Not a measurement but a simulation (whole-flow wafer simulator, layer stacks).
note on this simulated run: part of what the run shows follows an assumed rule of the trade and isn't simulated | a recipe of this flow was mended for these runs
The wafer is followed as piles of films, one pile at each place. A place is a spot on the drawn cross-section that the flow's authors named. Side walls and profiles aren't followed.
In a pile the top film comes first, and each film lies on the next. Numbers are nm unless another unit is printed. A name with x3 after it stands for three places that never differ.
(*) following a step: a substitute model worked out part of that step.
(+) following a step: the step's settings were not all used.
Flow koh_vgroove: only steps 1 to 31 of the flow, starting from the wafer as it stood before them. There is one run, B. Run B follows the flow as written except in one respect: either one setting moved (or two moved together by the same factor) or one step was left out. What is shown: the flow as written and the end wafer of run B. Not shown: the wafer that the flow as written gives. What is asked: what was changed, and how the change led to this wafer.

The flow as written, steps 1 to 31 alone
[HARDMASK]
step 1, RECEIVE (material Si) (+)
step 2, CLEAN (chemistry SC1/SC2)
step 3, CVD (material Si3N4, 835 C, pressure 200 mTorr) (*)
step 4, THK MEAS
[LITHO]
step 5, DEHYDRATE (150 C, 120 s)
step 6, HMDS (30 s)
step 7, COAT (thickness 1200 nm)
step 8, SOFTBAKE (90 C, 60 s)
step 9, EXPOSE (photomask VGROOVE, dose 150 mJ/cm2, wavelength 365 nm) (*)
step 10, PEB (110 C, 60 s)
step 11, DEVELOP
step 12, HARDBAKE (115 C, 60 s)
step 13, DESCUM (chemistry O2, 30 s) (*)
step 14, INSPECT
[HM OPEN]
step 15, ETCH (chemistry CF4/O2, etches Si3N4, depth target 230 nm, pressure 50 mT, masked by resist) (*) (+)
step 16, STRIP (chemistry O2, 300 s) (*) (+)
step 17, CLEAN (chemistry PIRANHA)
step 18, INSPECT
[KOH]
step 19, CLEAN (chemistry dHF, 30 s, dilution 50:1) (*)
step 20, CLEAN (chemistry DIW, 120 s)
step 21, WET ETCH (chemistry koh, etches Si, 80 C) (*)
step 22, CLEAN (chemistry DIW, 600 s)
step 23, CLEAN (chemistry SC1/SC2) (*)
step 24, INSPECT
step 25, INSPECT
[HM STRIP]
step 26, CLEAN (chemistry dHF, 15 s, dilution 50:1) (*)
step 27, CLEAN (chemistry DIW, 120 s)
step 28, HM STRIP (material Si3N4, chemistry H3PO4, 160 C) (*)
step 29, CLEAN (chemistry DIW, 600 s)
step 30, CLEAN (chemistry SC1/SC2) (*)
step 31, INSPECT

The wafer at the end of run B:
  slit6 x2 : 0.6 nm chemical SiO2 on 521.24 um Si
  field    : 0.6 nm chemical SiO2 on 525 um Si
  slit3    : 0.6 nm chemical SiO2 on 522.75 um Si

Cause: step 3, CVD: pressure 226 mTorr was run, whereas the flow has pressure 200 mTorr.

The path from the change to this, step by step:
  step 3, CVD (material Si3N4, 835 C, pressure 200 mTorr) (*)
      field, slit3, slit2, slit6 x2: Si3N4 gains 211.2 (new film) (it would be, as written: Si3N4 gains 200 (new film))
  step 15, ETCH (chemistry CF4/O2, etches Si3N4, depth target 230 nm, pressure 50 mT, masked by resist) (*) (+)
      slit3, slit2, slit6 x2: Si3N4 loses 211.2 (all of it), chemical SiO2 loses 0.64 (all of it), Si loses 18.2 (it would be, as written: Si3N4 loses 200 (all of it), chemical SiO2 loses 0.64 (all of it), Si loses 29.4)
  step 28, HM STRIP (material Si3N4, chemistry H3PO4, 160 C) (*)
      field: Si3N4 loses 209.9 (all of it), chemical SiO2 loses 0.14, Si loses 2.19 (it would be, as written: Si3N4 loses 198.7 (all of it), chemical SiO2 loses 0.14, Si loses 2.75)
